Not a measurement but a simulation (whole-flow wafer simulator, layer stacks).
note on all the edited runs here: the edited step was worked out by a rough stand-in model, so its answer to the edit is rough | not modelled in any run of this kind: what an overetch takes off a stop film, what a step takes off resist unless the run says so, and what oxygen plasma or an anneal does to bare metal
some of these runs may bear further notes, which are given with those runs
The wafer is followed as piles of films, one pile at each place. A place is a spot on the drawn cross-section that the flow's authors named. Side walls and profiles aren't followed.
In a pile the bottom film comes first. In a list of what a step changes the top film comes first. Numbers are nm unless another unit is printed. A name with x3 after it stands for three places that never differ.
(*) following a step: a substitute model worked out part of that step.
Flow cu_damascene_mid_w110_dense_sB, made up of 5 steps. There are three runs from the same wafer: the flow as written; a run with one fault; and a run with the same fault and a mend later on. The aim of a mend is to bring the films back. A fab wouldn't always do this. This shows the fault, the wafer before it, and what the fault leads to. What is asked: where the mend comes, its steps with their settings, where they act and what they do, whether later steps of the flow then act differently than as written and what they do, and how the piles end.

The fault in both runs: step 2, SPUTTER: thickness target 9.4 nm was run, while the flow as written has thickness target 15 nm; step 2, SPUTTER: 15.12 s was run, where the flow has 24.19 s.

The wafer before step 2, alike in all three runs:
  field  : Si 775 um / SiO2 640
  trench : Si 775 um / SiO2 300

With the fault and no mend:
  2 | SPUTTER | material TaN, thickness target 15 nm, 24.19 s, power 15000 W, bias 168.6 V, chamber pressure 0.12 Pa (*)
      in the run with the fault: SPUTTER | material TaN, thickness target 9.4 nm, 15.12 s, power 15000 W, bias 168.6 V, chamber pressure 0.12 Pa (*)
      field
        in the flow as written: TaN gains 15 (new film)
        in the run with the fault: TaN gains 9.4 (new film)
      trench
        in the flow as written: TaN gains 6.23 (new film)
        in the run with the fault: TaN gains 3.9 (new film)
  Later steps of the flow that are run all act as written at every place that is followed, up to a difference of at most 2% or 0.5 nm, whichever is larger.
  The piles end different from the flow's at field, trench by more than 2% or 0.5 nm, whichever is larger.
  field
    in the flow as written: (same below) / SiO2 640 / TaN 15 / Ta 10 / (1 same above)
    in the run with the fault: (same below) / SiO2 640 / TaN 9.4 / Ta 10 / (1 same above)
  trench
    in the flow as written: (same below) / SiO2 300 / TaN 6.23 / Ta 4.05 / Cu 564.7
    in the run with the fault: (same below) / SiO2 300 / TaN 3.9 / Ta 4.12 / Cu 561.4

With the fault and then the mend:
  After step 2 comes the mend.
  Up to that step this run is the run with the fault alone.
  2a | SPUTTER | material TaN, thickness target 5.6 nm, 9.031 s, power 15000 W, bias 168.6 V, chamber pressure 0.12 Pa (*) (a further turn of the flow's step 2, with different settings)
      field
        TaN gains 5.6
      trench
        TaN gains 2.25
  Later steps of the flow that are run all act as written at every place that is followed, up to a difference of at most 2% or 0.5 nm, whichever is larger.
  When the end is reached, the piles differ only a little from the flow's at the places that both follow, at most by 2% or 0.5 nm, whichever is larger.
